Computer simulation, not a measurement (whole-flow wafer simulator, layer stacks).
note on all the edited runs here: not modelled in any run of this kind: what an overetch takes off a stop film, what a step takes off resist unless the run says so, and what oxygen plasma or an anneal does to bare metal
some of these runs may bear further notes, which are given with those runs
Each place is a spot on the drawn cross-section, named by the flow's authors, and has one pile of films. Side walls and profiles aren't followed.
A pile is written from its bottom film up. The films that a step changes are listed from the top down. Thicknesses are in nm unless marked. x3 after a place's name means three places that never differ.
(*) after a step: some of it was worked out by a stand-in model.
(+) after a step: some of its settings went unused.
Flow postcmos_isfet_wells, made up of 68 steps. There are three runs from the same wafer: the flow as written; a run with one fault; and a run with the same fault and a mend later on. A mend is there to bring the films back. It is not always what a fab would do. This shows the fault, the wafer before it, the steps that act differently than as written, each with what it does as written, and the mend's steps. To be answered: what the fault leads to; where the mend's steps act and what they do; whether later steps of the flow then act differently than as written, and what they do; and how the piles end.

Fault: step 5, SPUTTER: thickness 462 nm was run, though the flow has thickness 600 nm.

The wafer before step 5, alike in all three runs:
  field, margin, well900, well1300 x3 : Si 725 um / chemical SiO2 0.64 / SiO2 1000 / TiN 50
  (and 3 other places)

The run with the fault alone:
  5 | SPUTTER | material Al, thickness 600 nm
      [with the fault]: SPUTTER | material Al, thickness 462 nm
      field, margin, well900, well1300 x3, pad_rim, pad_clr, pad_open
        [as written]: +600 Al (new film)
        [with the fault]: +462 Al (new film)
  Later steps of the flow acting differently than as written:
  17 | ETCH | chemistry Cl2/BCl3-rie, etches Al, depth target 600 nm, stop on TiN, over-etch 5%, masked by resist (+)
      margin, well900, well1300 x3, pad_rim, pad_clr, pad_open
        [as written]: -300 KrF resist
        [with the fault]: -242.5 KrF resist
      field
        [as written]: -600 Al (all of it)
        [with the fault]: -462 Al (all of it)
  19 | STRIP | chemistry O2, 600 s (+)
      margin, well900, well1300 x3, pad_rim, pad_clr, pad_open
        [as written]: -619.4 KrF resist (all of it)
        [with the fault]: -676.8 KrF resist (all of it)
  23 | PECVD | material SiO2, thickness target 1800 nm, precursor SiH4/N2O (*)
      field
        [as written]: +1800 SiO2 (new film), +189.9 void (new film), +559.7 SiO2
        [with the fault]: +2411.6 SiO2
  The piles end different from the flow's at field, margin, well900, well1300 x3, pad_rim, pad_clr, pad_open by more than 2% or 0.5 nm, whichever is larger.
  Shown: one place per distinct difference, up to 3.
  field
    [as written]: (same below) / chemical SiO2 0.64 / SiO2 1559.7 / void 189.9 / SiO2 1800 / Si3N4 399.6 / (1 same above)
    [with the fault]: (same below) / chemical SiO2 0.64 / SiO2 3411.6 / Si3N4 399.6 / (1 same above)
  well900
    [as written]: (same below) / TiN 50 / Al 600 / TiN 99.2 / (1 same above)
    [with the fault]: (same below) / TiN 50 / Al 462 / TiN 99.2 / (1 same above)
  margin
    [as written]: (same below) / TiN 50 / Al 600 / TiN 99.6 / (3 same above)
    [with the fault]: (same below) / TiN 50 / Al 462 / TiN 99.6 / (3 same above)

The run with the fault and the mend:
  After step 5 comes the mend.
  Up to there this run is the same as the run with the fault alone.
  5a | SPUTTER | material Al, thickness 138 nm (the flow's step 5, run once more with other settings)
      field, margin, well900, well1300 x3, pad_rim, pad_clr, pad_open
        +138 Al
  Every later step of the flow that is run acts as written at every place that is followed.
  The piles end the same as the flow's at every place that both follow.
